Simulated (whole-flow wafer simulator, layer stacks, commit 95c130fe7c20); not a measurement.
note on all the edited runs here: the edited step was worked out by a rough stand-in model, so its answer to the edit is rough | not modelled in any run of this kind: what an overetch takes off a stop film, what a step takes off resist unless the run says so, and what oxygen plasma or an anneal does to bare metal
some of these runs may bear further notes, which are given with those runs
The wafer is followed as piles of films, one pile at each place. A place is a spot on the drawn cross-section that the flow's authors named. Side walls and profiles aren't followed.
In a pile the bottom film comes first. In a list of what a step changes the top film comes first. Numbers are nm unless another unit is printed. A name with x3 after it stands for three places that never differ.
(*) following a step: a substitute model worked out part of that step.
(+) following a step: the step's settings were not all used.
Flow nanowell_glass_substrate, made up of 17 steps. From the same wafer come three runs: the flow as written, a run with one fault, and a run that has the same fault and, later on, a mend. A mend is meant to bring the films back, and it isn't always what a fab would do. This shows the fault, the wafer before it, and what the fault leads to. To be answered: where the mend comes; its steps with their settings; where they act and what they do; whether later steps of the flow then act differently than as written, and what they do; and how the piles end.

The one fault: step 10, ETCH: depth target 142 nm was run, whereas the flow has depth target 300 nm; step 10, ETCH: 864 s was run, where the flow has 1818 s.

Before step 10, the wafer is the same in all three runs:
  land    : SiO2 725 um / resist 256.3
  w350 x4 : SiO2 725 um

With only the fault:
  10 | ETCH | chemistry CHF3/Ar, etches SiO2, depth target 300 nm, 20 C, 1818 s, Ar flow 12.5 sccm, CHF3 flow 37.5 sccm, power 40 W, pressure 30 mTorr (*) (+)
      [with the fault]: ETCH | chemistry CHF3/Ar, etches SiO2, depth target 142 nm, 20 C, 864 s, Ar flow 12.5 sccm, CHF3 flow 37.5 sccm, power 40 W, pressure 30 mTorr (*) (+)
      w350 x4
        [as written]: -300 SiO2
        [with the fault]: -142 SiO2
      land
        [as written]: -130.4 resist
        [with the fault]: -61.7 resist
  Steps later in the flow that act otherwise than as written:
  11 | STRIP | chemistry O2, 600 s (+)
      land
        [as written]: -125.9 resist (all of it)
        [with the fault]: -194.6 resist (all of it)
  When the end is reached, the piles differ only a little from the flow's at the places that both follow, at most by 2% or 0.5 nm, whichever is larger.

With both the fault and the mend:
  After step 10 comes the mend.
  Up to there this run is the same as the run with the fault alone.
  10a | ETCH | chemistry CHF3/Ar, etches SiO2, depth target 158 nm, 20 C, 957.5 s, Ar flow 12.5 sccm, CHF3 flow 37.5 sccm, power 40 W, pressure 30 mTorr (*) (+) (the flow's step 10, run once more with other settings)
      w350 x4
        -158 SiO2
      land
        -68.7 resist
  None of the later steps of the flow acts differently than as written at any place that is followed.
  By the end, the piles equal the flow's at every place that both follow.
